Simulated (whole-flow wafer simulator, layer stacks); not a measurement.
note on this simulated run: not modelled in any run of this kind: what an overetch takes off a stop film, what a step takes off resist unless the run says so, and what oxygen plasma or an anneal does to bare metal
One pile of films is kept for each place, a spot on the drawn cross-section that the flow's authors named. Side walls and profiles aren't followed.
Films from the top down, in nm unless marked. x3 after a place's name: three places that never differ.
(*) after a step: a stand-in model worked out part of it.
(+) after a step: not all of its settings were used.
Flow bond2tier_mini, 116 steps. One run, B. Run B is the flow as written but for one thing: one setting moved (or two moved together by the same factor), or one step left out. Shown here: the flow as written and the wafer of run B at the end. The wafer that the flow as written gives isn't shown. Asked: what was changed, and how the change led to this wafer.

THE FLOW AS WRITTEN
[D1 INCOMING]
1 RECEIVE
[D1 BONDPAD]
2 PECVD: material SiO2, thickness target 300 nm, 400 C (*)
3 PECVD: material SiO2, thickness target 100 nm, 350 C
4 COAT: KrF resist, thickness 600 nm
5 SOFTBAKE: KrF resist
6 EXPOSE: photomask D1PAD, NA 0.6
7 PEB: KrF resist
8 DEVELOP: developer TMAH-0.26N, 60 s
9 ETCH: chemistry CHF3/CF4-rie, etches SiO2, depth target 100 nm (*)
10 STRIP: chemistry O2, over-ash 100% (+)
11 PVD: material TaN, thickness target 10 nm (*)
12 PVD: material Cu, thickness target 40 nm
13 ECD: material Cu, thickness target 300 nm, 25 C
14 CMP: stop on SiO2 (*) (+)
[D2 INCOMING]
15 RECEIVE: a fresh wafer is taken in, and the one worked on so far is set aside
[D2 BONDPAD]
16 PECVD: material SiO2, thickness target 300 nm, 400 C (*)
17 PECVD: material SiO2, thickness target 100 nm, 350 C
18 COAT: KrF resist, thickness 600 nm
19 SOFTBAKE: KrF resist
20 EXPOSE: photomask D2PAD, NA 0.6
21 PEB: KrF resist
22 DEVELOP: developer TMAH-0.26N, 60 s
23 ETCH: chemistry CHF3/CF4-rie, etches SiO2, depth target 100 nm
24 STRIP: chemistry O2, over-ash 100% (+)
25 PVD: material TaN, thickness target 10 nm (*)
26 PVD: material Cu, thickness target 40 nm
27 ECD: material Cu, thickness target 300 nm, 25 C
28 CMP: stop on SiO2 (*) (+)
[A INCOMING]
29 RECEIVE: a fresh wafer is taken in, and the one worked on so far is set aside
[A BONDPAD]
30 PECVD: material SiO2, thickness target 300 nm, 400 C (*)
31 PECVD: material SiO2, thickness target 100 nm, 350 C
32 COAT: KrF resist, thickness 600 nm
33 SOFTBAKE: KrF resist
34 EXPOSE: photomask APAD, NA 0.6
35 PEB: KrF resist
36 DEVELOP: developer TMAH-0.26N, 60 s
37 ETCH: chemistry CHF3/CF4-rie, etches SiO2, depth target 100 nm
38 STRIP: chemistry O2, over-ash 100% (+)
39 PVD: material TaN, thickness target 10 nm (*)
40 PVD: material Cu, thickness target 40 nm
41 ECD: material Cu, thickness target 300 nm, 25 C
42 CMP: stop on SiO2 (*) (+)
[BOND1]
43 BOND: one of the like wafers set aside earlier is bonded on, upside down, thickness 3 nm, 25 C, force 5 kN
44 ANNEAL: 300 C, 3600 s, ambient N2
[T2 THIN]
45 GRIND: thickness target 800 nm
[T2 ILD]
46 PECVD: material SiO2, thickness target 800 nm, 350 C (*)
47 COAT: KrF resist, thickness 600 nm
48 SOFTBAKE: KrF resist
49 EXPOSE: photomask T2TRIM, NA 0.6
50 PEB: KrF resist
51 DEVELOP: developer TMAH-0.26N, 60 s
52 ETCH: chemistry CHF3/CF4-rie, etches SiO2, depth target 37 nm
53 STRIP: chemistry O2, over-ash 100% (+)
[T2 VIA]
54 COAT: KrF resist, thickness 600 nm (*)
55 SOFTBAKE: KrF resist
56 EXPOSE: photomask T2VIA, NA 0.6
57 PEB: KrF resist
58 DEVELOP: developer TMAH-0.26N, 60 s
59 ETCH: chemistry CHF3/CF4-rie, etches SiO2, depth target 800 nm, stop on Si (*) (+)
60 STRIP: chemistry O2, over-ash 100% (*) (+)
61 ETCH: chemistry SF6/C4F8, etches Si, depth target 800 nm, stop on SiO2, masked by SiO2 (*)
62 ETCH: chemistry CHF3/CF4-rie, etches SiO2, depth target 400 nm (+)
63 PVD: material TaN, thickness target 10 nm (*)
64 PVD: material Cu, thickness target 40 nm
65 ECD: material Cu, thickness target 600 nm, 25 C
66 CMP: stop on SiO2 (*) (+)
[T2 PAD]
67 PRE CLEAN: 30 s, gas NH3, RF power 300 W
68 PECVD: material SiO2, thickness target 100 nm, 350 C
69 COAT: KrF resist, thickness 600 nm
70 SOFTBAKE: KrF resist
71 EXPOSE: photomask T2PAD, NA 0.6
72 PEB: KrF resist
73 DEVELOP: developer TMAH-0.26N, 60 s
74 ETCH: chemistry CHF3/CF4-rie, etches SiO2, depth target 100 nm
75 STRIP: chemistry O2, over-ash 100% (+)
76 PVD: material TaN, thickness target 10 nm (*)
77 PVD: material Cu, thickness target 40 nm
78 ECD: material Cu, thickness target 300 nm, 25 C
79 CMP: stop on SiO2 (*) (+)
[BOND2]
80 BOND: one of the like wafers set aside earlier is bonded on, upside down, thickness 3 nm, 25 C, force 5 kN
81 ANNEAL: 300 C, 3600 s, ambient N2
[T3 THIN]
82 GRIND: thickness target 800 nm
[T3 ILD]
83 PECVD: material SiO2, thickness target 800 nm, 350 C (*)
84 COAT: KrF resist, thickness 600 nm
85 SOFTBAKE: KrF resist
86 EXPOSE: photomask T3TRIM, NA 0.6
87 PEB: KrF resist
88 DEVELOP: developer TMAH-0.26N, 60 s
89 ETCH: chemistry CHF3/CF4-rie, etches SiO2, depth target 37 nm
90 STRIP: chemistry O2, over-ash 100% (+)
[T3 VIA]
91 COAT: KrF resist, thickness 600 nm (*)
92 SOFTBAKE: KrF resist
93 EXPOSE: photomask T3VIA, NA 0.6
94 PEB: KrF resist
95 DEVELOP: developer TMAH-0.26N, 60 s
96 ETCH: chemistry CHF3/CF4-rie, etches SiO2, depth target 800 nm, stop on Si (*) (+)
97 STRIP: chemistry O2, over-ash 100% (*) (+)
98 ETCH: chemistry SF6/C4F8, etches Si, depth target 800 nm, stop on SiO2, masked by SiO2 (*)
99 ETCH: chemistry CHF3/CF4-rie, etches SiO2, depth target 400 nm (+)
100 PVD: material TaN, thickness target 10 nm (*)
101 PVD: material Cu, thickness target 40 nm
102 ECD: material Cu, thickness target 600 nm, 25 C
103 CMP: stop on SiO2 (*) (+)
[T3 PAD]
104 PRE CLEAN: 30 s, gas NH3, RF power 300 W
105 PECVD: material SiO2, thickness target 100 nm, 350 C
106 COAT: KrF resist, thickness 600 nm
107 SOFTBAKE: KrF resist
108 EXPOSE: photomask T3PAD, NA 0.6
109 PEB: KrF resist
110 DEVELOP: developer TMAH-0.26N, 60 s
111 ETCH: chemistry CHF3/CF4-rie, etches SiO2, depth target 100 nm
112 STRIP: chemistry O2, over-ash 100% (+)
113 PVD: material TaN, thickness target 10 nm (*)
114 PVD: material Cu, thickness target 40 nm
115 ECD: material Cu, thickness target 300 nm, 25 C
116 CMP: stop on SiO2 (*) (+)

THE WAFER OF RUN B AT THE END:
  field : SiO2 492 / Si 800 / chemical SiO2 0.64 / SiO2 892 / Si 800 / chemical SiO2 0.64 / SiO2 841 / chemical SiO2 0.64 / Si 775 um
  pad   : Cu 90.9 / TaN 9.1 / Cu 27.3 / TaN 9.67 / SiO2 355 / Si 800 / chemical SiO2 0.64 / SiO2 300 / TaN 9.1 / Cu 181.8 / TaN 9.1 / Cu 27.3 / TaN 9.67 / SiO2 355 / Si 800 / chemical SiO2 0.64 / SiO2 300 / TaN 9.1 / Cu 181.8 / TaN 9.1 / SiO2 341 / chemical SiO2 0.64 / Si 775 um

The cause: step 31, PECVD: thickness target 141 nm was run, where the flow has thickness target 100 nm.

How the change led to this, step by step:
  31 PECVD: material SiO2, thickness target 100 nm, 350 C
      field, pad, via: SiO2 +141 (as written it would be: SiO2 +100)
